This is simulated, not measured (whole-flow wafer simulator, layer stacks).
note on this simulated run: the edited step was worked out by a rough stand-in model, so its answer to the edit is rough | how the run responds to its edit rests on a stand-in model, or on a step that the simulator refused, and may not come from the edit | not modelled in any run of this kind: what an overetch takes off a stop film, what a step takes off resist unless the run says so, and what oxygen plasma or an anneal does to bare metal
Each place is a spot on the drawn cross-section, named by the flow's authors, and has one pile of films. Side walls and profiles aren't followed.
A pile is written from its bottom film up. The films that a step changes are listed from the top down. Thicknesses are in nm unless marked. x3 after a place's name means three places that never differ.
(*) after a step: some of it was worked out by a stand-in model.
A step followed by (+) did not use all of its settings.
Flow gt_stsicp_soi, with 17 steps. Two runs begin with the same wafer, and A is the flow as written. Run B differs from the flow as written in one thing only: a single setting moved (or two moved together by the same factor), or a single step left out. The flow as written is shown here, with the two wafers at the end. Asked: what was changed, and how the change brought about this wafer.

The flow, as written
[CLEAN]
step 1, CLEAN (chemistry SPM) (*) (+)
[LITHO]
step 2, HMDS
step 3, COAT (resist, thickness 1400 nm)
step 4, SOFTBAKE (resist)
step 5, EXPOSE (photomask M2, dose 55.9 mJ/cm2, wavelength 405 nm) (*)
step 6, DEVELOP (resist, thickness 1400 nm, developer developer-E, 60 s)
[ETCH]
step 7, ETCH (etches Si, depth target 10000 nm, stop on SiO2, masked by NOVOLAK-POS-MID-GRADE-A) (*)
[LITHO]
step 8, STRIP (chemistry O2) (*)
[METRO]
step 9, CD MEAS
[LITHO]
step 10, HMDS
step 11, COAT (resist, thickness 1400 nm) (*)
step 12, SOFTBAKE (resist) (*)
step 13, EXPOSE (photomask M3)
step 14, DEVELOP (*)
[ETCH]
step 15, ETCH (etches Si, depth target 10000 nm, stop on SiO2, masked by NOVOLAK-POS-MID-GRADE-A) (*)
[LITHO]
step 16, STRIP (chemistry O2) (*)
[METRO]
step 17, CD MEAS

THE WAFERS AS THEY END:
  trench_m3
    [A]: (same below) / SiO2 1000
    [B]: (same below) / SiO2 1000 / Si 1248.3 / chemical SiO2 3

What caused this: step 15, ETCH: depth target 8750 nm was run, though the flow has depth target 10000 nm.

How this came from the change, step by step:
  step 15, ETCH (etches Si, depth target 10000 nm, stop on SiO2, masked by NOVOLAK-POS-MID-GRADE-A) (*)
      trench_m3: A -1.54 chemical SiO2 (all of it), -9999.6 Si (all of it) | B -1.54 chemical SiO2 (all of it), -8750 Si
      field, trench_m2: A -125 resist | B -109.4 resist
  step 16, STRIP (chemistry O2) (*)
      trench_m3: A nothing | B +3 chemical SiO2 (new film), -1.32 Si
